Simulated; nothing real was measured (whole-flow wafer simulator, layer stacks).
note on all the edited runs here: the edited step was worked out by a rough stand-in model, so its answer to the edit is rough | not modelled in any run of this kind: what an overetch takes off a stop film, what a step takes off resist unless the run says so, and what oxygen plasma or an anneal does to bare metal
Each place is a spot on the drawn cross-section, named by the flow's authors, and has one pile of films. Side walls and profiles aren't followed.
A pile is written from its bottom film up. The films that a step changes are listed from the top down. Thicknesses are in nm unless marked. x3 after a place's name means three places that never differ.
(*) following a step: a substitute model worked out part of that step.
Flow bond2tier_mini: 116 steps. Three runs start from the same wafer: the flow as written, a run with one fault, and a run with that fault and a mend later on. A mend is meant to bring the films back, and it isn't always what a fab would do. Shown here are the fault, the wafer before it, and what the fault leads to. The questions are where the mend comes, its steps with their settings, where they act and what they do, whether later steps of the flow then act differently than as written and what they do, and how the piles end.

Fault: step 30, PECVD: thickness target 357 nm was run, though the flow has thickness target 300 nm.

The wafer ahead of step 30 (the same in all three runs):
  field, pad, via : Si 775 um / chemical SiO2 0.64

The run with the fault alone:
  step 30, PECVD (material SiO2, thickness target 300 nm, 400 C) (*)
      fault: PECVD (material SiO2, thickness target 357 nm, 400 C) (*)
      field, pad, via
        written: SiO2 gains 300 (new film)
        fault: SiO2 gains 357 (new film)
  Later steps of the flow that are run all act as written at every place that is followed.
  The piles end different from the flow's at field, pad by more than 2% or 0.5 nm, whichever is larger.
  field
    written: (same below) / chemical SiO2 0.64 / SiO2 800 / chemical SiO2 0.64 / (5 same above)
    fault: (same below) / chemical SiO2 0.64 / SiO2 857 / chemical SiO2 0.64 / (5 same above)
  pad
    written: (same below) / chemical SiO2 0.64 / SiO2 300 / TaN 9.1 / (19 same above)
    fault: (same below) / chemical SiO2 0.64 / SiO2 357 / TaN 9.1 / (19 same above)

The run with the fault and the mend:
  The mend stands after step 30.
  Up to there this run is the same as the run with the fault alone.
  step 30a, ETCH (chemistry CHF3/CF4-rie, etches SiO2, depth target 57 nm) (the flow's step 9 again, with other settings)
      field, pad, via
        SiO2 loses 57
  Later steps of the flow that are run all act as written at every place that is followed.
  The piles end the same as the flow's at every place that both follow.
